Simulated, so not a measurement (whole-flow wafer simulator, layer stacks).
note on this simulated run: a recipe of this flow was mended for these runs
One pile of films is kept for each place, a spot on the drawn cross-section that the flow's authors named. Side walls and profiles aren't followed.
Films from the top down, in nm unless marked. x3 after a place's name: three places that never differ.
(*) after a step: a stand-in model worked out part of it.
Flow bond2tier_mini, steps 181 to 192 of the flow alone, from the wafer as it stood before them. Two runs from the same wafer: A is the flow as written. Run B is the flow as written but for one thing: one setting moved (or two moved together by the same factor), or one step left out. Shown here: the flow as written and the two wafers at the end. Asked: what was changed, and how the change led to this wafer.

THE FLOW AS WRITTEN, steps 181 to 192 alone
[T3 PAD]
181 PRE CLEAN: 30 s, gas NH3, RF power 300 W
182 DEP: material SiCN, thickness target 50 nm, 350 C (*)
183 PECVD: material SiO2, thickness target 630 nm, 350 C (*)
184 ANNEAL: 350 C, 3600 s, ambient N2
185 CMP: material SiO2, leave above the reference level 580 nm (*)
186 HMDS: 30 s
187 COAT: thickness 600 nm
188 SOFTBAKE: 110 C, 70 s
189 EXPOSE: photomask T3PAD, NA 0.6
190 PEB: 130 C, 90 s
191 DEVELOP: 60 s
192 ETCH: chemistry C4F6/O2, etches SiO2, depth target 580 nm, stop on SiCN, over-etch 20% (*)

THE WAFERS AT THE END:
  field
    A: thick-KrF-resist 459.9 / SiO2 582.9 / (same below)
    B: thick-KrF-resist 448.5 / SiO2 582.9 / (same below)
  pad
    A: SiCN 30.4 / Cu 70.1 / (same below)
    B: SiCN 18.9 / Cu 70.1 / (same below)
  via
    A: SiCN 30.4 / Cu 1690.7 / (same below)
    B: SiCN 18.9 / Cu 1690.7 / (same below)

The cause: step 192, ETCH: over-etch 31.8% was run, where the flow has over-etch 20%.

How the change led to this, step by step:
  192 ETCH: chemistry C4F6/O2, etches SiO2, depth target 580 nm, stop on SiCN, over-etch 20% (*)
      pad, via: A SiO2 -580 (all of it), SiCN -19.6 | B SiO2 -580 (all of it), SiCN -31.1
      field: A thick-KrF-resist -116 | B thick-KrF-resist -127.4
